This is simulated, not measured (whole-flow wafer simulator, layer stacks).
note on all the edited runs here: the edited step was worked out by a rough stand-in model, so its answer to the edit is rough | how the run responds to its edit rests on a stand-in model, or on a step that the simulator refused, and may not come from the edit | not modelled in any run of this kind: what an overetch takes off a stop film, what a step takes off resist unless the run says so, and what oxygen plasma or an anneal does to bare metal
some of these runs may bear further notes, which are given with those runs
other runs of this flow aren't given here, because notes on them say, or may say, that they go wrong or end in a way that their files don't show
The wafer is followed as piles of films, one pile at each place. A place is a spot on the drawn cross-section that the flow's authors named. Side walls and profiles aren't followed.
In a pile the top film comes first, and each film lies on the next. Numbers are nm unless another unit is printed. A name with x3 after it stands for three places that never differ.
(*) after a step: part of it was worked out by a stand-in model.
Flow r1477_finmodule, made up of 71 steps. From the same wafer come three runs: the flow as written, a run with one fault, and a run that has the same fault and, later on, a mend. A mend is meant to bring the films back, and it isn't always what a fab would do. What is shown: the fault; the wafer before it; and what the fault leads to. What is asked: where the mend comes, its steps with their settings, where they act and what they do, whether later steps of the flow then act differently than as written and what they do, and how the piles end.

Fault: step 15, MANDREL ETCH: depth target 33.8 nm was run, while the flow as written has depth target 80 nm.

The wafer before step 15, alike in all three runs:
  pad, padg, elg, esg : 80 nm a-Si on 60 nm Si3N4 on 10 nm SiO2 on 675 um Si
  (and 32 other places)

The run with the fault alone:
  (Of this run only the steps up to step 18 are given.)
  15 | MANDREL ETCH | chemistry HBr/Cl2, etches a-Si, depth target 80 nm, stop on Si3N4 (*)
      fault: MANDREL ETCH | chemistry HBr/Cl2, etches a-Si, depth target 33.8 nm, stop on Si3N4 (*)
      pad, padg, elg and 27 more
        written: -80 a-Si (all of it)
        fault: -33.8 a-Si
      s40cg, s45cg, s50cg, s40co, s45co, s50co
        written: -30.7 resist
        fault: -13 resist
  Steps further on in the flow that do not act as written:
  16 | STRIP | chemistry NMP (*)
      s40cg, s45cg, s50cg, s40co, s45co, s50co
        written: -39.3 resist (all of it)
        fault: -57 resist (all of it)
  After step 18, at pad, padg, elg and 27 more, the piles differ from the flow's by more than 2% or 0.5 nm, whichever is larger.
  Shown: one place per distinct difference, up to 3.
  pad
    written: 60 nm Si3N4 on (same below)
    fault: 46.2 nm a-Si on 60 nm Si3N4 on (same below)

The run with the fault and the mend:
  The mend follows step 16.
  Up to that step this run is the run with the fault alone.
  16a | DEHYDRATE | 150 C, 120 s (the flow's step 9, run once more)
      alters no film at any place that is followed
  16b | COAT | resist, thickness 70 nm (*) (the flow's step 10, run once more)
      pad, padg, elg and 15 more
        +70 resist (new film)
      s40cg, s40co
        +47.7 resist (new film)
      s40sg, s40so
        +81 resist (new film)
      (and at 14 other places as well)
  16c | SOFTBAKE | 180 C, 180 s (*) (the flow's step 11, run once more)
      alters no film at any place that is followed
  16d | EXPOSE | resist, photomask FIN MANDREL (the flow's step 12, run once more)
      alters no film at any place that is followed
  16e | DEVELOP (*) (the flow's step 13, run once more)
      pad, padg, elg and 15 more
        -70 resist (all of it)
      s40sg, s40so
        -81 resist (all of it)
      s40sg_line, s40so_line
        -81.3 resist (all of it)
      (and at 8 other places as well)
  16f | MANDREL ETCH | chemistry HBr/Cl2, etches a-Si, depth target 46.2 nm, stop on Si3N4 (*) (the flow's step 15, run once more with other settings)
      pad, padg, elg and 27 more
        -46.2 a-Si (all of it)
      s40cg, s45cg, s50cg, s40co, s45co, s50co
        -17.7 resist
  16g | STRIP | chemistry NMP (*) (the flow's step 16, run once more)
      s40cg, s40co
        -30 resist (all of it)
      s45cg, s45co
        -31.4 resist (all of it)
      s50cg, s50co
        -32.8 resist (all of it)
  None of the later steps of the flow acts differently than as written at any place that is followed.
  At every place that both follow, the piles at the end match the flow's.
